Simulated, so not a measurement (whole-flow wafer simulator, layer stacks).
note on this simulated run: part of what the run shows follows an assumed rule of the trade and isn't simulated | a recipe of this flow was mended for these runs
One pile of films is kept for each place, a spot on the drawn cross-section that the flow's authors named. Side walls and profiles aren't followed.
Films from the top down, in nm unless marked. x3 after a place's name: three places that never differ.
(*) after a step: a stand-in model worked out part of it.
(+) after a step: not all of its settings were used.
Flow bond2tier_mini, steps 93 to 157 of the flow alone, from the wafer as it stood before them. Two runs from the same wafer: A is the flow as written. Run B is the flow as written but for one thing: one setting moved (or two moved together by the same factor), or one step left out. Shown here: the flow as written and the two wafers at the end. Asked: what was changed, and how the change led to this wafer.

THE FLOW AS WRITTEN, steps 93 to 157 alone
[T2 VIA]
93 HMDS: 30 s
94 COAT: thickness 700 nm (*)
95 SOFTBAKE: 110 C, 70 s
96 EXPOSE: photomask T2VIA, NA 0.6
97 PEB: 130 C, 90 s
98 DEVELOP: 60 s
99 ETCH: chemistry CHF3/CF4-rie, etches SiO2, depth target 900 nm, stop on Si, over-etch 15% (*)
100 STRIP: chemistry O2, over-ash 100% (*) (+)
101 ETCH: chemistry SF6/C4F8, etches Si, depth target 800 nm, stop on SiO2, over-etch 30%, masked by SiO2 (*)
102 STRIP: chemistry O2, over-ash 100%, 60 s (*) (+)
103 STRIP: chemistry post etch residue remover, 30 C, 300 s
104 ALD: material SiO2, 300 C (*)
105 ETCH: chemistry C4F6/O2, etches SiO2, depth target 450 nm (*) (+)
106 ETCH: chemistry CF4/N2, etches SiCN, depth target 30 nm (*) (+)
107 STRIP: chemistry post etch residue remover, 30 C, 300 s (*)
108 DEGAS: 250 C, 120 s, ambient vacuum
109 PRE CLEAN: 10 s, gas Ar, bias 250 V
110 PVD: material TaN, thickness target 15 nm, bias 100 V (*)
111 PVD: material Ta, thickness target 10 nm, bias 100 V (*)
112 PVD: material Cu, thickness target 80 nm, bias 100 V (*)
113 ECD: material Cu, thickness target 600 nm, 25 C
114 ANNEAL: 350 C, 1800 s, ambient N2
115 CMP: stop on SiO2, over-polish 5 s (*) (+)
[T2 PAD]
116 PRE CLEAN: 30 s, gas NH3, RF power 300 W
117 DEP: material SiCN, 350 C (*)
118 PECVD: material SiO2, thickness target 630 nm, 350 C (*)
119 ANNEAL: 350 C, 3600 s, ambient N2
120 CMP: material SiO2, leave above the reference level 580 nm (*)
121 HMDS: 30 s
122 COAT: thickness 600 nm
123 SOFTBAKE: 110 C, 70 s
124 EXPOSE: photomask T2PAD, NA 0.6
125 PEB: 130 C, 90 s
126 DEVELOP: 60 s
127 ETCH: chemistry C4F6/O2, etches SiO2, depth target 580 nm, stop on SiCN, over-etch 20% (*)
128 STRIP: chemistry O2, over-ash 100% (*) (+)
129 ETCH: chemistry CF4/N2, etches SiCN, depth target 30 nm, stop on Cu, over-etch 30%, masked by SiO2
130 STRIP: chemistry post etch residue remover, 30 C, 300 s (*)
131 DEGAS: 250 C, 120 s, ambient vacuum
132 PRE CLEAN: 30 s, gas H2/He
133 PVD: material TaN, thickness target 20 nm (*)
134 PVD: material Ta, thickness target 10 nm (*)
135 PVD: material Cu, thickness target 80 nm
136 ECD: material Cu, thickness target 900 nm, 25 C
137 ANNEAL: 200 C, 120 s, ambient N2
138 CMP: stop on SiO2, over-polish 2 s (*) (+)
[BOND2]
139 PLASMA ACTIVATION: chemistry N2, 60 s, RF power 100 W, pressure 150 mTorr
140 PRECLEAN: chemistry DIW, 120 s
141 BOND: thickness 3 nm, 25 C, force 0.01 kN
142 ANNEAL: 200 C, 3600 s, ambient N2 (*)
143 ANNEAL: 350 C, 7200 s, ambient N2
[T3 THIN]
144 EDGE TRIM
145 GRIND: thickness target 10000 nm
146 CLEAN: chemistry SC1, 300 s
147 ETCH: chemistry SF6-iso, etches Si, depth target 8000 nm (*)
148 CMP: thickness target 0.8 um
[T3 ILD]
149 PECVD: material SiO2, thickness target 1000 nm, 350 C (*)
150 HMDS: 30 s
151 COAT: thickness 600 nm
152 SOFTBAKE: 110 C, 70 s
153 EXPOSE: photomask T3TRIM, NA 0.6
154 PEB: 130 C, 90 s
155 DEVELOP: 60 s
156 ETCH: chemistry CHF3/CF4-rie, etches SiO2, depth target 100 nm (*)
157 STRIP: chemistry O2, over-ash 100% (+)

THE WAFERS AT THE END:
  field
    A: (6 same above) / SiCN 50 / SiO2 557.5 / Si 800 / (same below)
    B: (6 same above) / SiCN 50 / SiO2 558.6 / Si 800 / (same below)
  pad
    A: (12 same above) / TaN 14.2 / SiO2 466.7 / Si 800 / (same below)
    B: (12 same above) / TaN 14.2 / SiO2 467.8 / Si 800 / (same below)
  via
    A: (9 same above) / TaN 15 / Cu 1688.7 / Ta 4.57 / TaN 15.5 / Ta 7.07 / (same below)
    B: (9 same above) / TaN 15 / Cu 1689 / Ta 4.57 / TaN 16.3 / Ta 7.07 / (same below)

The cause: step 101, ETCH: over-etch 23.2% was run, where the flow has over-etch 30%; step 109, PRE CLEAN: bias 192 V was run, where the flow has bias 250 V.

How the change led to this, step by step:
  101 ETCH: chemistry SF6/C4F8, etches Si, depth target 800 nm, stop on SiO2, over-etch 30%, masked by SiO2 (*)
      field, pad: A SiO2 -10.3 | B SiO2 -9.72
      via: A Si -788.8 (all of it), chemical SiO2 -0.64 (all of it), SiO2 -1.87 | B Si -788.8 (all of it), chemical SiO2 -0.64 (all of it), SiO2 -1.32
  109 PRE CLEAN: 10 s, gas Ar, bias 250 V
      field, pad: A SiO2 -3 | B SiO2 -2.47
      via: A TaN -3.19 | B TaN -2.44
